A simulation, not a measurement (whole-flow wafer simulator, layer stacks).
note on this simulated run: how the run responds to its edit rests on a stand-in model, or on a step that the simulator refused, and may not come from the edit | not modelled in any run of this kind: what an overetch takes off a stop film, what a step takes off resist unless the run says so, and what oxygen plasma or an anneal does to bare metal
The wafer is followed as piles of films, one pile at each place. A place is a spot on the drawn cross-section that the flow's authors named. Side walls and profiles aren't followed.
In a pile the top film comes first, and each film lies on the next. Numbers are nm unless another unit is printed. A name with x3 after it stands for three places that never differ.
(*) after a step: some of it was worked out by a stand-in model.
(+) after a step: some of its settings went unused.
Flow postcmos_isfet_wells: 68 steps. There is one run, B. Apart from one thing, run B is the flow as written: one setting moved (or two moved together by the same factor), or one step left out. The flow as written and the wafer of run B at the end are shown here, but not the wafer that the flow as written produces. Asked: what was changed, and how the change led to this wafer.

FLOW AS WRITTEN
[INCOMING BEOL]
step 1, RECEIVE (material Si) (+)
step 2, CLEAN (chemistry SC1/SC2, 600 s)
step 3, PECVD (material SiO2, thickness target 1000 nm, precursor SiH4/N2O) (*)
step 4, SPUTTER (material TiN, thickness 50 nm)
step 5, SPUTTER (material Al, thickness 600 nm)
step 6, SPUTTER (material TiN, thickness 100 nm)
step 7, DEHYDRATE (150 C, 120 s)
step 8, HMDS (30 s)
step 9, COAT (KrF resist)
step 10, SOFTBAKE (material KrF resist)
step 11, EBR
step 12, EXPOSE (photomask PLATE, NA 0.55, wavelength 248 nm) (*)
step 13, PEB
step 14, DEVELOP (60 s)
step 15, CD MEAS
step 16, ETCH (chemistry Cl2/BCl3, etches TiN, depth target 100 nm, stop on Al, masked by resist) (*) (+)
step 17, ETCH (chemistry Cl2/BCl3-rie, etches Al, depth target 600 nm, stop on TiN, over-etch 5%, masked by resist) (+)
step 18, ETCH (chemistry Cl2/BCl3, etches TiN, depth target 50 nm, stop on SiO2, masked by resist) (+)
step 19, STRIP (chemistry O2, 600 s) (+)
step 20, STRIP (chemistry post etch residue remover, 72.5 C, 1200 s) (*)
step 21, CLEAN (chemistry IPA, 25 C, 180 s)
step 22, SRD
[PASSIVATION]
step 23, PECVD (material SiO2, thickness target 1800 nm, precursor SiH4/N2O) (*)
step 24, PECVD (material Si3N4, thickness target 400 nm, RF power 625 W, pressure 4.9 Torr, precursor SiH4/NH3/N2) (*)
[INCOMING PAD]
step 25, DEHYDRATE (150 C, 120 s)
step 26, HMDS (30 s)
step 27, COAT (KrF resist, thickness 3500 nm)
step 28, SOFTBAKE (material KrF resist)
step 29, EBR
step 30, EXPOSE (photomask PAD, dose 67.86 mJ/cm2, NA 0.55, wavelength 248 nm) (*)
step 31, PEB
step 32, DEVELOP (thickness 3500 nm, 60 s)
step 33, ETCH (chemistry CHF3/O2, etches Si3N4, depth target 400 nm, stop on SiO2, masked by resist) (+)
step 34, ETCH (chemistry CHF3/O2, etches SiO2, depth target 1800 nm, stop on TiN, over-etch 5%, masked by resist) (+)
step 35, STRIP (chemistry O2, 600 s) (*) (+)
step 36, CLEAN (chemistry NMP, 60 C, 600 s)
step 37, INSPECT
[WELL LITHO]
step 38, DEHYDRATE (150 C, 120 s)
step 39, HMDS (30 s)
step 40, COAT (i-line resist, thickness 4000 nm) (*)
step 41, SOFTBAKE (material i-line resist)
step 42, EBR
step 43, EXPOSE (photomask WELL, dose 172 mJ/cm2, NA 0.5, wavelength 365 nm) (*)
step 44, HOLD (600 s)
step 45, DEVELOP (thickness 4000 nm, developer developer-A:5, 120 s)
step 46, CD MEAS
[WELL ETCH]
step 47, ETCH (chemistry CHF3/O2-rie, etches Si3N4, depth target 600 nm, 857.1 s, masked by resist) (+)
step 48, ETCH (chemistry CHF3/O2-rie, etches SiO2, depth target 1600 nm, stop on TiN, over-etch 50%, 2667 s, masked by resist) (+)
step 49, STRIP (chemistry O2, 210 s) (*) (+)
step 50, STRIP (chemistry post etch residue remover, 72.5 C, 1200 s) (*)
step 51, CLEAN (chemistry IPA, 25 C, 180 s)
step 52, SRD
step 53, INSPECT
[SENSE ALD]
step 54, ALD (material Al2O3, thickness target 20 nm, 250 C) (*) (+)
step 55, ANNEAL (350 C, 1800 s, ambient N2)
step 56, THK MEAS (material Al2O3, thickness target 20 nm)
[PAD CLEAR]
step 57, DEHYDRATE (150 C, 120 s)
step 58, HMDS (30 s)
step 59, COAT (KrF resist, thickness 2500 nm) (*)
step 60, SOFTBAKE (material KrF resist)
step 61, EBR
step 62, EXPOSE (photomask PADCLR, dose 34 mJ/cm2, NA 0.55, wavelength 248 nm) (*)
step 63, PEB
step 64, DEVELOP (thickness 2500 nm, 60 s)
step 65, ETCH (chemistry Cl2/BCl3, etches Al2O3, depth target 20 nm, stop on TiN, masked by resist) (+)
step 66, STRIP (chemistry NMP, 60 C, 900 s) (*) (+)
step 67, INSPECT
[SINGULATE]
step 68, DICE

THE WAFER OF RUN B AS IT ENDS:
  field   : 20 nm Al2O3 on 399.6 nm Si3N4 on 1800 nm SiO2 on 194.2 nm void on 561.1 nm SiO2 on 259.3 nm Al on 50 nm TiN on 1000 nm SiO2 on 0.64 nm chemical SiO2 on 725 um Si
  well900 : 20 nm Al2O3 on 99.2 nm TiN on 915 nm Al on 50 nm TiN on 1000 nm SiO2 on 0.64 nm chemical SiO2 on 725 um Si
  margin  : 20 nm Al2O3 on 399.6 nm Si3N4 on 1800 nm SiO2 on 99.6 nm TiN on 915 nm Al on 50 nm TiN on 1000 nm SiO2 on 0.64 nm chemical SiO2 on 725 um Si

What caused this: step 5, SPUTTER: thickness 915 nm was run, though the flow has thickness 600 nm.
The wafer lets one read it off: well900 has Al 915, and step 5 as written asks for 600 nm.

The path from the change to this, step by step:
  step 5, SPUTTER (material Al, thickness 600 nm)
      field, margin, well900, well1300 x3, pad_rim, pad_clr, pad_open: +915 Al (new film) (as written it would have been: +600 Al (new film))
  step 17, ETCH (chemistry Cl2/BCl3-rie, etches Al, depth target 600 nm, stop on TiN, over-etch 5%, masked by resist) (+)
      field: -600 Al (as written it would have been: -600 Al (all of it))
  step 18, ETCH (chemistry Cl2/BCl3, etches TiN, depth target 50 nm, stop on SiO2, masked by resist) (+)
      field: -50 Al (as written it would have been: -50 TiN (all of it))
  step 20, STRIP (chemistry post etch residue remover, 72.5 C, 1200 s) (*)
      field: -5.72 Al (as written it would have been: nothing)
  step 23, PECVD (material SiO2, thickness target 1800 nm, precursor SiH4/N2O) (*)
      field: +1800 SiO2 (new film), +194.2 void (new film), +561.1 SiO2 (new film) (as written it would have been: +1800 SiO2 (new film), +189.9 void (new film), +559.7 SiO2)
If metal films that touch count as one body, field has 1 body; the flow as written gives 0 bodies.
